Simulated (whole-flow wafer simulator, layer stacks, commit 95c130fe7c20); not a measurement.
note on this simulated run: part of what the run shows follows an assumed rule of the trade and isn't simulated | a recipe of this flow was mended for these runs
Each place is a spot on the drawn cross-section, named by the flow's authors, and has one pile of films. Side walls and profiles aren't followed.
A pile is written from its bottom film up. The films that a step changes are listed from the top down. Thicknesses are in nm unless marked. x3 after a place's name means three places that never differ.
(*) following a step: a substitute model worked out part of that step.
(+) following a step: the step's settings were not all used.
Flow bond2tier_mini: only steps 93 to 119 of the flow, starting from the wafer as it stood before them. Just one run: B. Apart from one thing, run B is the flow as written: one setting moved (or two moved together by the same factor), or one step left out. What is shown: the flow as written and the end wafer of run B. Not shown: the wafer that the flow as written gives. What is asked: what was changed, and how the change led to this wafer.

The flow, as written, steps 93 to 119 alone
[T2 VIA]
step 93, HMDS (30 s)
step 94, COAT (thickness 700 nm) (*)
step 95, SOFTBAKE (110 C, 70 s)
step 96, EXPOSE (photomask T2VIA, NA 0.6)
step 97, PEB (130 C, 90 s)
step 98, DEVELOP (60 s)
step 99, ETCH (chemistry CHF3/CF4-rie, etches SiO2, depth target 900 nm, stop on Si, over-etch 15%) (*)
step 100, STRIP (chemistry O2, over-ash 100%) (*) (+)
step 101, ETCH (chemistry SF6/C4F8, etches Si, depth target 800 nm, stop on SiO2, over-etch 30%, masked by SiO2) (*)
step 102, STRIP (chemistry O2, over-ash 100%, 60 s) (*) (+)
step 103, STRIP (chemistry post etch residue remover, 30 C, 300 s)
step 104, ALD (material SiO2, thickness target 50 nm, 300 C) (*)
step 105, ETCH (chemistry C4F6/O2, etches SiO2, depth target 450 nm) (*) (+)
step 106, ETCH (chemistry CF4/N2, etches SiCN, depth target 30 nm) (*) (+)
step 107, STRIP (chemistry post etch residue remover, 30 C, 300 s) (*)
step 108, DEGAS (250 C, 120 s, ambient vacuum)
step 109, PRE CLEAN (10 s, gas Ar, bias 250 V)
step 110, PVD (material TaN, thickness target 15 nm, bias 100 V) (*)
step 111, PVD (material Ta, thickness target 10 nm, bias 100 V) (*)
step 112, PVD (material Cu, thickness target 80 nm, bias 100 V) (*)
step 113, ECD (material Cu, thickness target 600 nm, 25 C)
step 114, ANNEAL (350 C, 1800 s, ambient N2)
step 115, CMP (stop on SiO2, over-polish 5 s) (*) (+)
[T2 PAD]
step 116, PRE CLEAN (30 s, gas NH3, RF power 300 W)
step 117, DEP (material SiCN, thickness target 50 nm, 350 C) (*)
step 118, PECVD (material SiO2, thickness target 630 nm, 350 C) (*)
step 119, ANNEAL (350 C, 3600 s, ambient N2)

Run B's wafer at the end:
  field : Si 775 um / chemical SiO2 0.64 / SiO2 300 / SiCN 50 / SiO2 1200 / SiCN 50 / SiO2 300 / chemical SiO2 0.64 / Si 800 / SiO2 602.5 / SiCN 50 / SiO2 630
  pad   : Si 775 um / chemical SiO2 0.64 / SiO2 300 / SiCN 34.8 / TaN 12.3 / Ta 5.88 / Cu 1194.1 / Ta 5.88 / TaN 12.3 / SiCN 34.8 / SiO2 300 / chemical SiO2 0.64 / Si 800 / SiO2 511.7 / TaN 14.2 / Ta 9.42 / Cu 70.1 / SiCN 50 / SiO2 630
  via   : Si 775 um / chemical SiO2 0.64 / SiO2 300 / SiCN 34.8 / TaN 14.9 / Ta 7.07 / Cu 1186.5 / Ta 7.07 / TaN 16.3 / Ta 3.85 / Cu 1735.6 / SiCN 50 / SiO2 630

What caused this: step 104, ALD: thickness target 95 nm was run, while the flow as written has thickness target 50 nm.

The path from the change to this, step by step:
  step 104, ALD (material SiO2, thickness target 50 nm, 300 C) (*)
      field, pad, via: +95 SiO2 (it would be, as written: +50 SiO2)
  step 105, ETCH (chemistry C4F6/O2, etches SiO2, depth target 450 nm) (*) (+)
      via: -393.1 SiO2 (all of it), -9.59 SiCN (it would be, as written: -348.1 SiO2 (all of it), -17.2 SiCN)
  step 106, ETCH (chemistry CF4/N2, etches SiCN, depth target 30 nm) (*) (+)
      via: -25.2 SiCN (all of it), -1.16 TaN (it would be, as written: -17.6 SiCN (all of it), -3.01 TaN)
  step 110, PVD (material TaN, thickness target 15 nm, bias 100 V) (*)
      via: +5.89 TaN (it would be, as written: +6.94 TaN)
  step 111, PVD (material Ta, thickness target 10 nm, bias 100 V) (*)
      via: +3.85 Ta (new film) (it would be, as written: +4.57 Ta (new film))
  step 112, PVD (material Cu, thickness target 80 nm, bias 100 V) (*)
      via: +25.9 Cu (new film) (it would be, as written: +35 Cu (new film))
  step 113, ECD (material Cu, thickness target 600 nm, 25 C)
      via: +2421 Cu (it would be, as written: +2367 Cu)
